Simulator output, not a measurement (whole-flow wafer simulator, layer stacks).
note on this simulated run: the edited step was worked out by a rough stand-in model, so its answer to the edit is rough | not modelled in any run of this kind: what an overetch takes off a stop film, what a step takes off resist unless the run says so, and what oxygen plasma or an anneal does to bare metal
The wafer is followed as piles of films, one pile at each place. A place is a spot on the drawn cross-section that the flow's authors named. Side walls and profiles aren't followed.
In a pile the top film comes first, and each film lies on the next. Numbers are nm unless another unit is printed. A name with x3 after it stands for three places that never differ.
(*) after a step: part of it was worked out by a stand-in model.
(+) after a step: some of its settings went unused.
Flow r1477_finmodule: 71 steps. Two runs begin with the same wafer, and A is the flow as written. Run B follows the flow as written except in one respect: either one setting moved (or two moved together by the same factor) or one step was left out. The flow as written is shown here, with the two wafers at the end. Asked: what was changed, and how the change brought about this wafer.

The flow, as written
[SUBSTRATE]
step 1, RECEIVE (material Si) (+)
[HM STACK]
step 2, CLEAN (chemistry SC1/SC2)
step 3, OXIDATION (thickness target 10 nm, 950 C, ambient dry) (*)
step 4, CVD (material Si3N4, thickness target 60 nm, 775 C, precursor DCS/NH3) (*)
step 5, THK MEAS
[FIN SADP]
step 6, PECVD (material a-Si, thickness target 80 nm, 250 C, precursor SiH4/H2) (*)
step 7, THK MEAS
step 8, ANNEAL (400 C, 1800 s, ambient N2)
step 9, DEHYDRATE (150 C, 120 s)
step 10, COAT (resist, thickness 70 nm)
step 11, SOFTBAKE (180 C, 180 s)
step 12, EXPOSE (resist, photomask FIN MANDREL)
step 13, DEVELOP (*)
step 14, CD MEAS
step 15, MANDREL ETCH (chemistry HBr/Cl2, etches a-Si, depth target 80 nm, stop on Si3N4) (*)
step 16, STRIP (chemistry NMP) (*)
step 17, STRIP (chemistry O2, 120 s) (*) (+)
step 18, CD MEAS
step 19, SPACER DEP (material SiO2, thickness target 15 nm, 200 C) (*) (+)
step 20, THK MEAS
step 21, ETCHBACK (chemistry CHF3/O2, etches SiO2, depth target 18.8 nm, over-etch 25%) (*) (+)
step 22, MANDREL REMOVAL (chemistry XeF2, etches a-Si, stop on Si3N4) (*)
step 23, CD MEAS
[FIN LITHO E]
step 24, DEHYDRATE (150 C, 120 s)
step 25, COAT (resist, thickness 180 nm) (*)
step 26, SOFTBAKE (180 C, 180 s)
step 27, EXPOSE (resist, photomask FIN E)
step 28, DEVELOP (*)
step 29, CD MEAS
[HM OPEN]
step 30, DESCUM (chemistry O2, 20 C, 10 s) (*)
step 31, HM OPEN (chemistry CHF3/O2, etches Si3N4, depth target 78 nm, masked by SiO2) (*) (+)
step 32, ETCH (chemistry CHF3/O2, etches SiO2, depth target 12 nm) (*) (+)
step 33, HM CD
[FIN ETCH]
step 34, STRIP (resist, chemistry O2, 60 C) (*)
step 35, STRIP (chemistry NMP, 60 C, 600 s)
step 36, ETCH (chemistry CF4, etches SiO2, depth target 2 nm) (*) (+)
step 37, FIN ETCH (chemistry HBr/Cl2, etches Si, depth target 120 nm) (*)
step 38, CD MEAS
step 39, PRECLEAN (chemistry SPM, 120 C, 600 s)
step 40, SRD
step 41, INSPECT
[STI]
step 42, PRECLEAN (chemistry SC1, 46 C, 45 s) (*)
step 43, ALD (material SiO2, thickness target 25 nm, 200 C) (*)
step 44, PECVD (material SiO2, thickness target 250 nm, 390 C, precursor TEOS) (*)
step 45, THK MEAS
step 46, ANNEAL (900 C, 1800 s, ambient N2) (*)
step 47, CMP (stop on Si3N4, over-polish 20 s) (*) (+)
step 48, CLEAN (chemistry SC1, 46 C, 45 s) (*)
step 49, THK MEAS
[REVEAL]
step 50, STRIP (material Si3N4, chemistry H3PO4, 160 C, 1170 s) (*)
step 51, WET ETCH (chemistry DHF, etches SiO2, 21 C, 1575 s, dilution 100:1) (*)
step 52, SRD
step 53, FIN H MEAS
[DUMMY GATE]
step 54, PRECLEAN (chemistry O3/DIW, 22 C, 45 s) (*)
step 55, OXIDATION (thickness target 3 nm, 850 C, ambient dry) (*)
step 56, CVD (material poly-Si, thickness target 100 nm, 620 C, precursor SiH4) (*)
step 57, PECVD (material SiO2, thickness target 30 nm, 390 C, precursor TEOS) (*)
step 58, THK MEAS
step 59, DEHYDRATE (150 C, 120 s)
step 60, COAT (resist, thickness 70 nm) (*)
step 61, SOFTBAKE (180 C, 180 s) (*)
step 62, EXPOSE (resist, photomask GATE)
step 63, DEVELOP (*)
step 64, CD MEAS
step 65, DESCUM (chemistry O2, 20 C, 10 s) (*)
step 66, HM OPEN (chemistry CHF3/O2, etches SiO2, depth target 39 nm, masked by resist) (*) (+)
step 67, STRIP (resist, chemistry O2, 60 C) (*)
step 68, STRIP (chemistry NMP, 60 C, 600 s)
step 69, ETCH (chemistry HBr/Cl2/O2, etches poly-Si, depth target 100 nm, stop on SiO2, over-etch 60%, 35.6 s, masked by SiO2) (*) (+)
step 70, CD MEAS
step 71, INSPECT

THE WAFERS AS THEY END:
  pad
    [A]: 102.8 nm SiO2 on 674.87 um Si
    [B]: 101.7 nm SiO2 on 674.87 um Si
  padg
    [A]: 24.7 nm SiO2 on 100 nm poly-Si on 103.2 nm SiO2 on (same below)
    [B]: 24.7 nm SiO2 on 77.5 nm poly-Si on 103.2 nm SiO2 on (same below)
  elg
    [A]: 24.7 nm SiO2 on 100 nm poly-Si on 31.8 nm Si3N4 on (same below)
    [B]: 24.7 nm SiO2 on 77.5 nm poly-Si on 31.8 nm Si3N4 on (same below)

Cause: step 56, CVD: thickness target 77.5 nm was run, whereas the flow has thickness target 100 nm.
The wafer itself shows it: padg has poly-Si 77.5, and step 56 as written asks for 100 nm.

Step by step, how the change led to this:
  step 56, CVD (material poly-Si, thickness target 100 nm, 620 C, precursor SiH4) (*)
      pad, padg, elg and 26 more: A poly-Si gains 100 (new film) | B poly-Si gains 77.5 (new film)
      s40cg, s40co: A poly-Si gains 113.9 (new film) | B poly-Si gains 90.8 (new film)
      (also at 5 further places)
  step 67, STRIP (resist, chemistry O2, 60 C) (*)
      s45cg: A resist loses 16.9 (all of it) | B resist loses 17.6 (all of it)
      s50cg: A resist loses 17.4 (all of it) | B resist loses 18.2 (all of it)
  step 69, ETCH (chemistry HBr/Cl2/O2, etches poly-Si, depth target 100 nm, stop on SiO2, over-etch 60%, 35.6 s, masked by SiO2) (*) (+)
      pad, eso, e40so and 8 more: A chemical SiO2 loses 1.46 (all of it), poly-Si loses 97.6 (all of it), SiO2 loses 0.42 | B chemical SiO2 loses 1.46 (all of it), poly-Si loses 75.1 (all of it), SiO2 loses 1.55
      elo, e40lo, e100lo, e200lo: A chemical SiO2 loses 1.46 (all of it), poly-Si loses 97.6 (all of it), Si3N4 loses 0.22 | B chemical SiO2 loses 1.46 (all of it), poly-Si loses 75.1 (all of it), Si3N4 loses 2.27
      (also at 3 further places)
